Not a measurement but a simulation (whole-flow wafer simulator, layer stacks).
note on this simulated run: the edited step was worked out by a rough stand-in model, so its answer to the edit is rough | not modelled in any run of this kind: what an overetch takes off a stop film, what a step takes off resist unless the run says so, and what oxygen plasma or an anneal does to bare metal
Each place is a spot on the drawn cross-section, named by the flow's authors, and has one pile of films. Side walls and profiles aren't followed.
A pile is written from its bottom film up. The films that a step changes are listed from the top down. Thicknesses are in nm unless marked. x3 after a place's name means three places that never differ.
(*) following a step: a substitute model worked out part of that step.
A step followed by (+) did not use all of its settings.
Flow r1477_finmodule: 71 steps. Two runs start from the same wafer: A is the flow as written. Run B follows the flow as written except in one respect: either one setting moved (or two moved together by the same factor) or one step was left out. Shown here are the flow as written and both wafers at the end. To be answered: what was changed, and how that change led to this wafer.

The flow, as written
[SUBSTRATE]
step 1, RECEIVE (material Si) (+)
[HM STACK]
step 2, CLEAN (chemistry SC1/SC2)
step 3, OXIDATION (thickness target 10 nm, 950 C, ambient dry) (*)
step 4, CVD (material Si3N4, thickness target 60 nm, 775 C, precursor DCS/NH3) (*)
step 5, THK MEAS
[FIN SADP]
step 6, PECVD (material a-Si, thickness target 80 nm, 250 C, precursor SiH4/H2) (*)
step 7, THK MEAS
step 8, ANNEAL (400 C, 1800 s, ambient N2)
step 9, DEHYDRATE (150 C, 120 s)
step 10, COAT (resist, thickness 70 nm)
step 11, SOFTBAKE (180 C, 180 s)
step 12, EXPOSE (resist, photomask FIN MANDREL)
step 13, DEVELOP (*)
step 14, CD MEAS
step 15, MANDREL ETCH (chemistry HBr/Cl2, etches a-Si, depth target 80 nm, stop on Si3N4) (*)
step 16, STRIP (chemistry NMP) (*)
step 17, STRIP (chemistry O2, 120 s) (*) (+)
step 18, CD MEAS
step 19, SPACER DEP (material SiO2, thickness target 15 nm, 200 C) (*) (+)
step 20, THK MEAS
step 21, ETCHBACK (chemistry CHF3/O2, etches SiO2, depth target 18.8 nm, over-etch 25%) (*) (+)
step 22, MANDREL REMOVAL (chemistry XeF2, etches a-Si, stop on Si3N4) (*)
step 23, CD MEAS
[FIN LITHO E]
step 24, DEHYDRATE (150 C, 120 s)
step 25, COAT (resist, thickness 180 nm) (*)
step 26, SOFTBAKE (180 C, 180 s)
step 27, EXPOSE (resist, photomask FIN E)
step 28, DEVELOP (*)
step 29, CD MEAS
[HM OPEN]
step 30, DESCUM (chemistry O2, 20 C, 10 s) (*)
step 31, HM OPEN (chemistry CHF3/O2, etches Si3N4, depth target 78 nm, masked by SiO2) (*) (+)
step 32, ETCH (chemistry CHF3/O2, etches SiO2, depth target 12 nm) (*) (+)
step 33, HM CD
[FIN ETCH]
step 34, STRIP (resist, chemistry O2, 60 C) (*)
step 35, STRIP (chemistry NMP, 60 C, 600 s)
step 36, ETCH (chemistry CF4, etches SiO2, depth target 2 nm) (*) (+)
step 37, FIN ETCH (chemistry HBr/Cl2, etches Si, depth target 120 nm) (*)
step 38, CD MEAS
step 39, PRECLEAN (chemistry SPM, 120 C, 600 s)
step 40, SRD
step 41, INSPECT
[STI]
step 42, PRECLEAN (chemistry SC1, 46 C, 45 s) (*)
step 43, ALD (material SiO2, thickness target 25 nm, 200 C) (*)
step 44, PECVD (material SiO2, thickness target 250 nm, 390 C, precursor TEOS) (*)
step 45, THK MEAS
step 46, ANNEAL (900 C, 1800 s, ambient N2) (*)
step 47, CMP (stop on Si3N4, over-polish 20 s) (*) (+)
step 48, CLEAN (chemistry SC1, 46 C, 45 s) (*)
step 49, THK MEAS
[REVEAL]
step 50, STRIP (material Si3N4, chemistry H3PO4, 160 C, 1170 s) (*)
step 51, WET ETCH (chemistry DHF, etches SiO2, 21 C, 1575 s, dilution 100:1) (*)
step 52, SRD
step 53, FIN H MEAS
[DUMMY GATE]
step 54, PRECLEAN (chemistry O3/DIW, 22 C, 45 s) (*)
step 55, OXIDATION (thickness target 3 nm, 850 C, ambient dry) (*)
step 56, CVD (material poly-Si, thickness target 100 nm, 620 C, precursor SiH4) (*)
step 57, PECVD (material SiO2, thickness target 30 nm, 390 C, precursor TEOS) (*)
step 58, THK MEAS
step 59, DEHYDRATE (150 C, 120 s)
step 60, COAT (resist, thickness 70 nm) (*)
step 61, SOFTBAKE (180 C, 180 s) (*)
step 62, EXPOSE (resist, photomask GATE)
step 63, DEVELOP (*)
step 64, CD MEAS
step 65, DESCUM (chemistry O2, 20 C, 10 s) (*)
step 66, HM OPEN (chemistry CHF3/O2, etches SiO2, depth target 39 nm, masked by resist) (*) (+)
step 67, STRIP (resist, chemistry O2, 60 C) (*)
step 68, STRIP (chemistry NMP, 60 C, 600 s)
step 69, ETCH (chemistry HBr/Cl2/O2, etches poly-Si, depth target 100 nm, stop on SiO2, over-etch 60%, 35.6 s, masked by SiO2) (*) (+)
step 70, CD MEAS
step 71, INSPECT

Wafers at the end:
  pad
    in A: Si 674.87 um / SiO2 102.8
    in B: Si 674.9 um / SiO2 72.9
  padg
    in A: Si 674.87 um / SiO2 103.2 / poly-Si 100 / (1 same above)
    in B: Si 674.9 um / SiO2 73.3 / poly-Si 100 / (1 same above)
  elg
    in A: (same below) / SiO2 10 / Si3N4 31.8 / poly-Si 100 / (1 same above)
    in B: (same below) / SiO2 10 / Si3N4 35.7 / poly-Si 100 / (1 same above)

Cause: step 37, FIN ETCH: depth target 90 nm was run, while the flow as written has depth target 120 nm.

Step by step, how the change led to this:
  step 37, FIN ETCH (chemistry HBr/Cl2, etches Si, depth target 120 nm) (*)
      pad, padg, esg and 19 more: A -120 Si | B -90 Si
      elg, e40lg, e100lg, e200lg, elo, e40lo, e100lo, e200lo: A -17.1 Si3N4 | B -12.9 Si3N4
      (also at 6 further places)
  step 43, ALD (material SiO2, thickness target 25 nm, 200 C) (*)
      s40cg, s45cg, s50cg, s40co, s45co, s50co: A +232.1 SiO2 (new film) | B +204.4 SiO2 (new film)
      esg: A +194.3 SiO2 (new film) | B +168.5 SiO2 (new film)
  step 47, CMP (stop on Si3N4, over-polish 20 s) (*) (+)
      pad, padg, e40sg and 11 more: A -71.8 SiO2 | B -101.8 SiO2
      eso: A -72.4 SiO2 | B -102.4 SiO2
  step 51, WET ETCH (chemistry DHF, etches SiO2, 21 C, 1575 s, dilution 100:1) (*)
      elg, e40lg, e100lg, e200lg, elo, e40lo, e100lo, e200lo: A -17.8 SiO2 (all of it), -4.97 Si3N4 | B -13.6 SiO2 (all of it), -5.32 Si3N4
  step 56, CVD (material poly-Si, thickness target 100 nm, 620 C, precursor SiH4) (*)
      esg: A +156 poly-Si (new film) | B +159.9 poly-Si (new film)
  step 60, COAT (resist, thickness 70 nm) (*)
      e40sg, eso, e40so: A +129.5 resist (new film) | B +133.2 resist (new film)
      e100sg, e100so: A +129.4 resist (new film) | B +133.1 resist (new film)
      (also at 2 further places)
  step 63, DEVELOP (*)
      eso, e40so: A -129.5 resist (all of it) | B -133.2 resist (all of it)
      e100so: A -129.4 resist (all of it) | B -133.1 resist (all of it)
      (also at 1 further place)
  step 67, STRIP (resist, chemistry O2, 60 C) (*)
      e40sg: A -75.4 resist (all of it) | B -79.1 resist (all of it)
      e100sg: A -75.3 resist (all of it) | B -79 resist (all of it)
      (also at 1 further place)
